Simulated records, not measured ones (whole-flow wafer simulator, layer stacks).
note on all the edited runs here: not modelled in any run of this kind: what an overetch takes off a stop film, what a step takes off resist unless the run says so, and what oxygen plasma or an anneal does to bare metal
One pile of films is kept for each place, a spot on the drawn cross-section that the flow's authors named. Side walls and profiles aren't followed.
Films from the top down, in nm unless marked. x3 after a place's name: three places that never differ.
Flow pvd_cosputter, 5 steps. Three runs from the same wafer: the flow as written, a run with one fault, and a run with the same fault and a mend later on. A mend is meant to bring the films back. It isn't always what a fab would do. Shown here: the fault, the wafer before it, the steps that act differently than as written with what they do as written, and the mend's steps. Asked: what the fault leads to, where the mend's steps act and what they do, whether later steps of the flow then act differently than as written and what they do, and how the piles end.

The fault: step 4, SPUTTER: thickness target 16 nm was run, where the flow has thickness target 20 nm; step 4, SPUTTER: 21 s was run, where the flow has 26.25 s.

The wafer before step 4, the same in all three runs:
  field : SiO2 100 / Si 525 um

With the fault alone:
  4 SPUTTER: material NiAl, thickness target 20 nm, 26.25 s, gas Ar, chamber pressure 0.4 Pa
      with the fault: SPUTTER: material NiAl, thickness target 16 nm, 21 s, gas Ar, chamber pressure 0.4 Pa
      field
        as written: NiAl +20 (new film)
        with the fault: NiAl +16 (new film)
  No later step of the flow acts differently than as written at any place that is followed.
  At the end the piles differ from the flow's by more than 2% or 0.5 nm, whichever is larger, at field.
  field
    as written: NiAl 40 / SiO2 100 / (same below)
    with the fault: NiAl 36 / SiO2 100 / (same below)

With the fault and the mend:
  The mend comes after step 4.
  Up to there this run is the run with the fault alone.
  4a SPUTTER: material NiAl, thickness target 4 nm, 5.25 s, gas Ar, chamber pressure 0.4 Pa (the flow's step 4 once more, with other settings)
      field
        NiAl +4
  No later step of the flow acts differently than as written at any place that is followed.
  At the end the piles are the same as the flow's at every place that both follow.
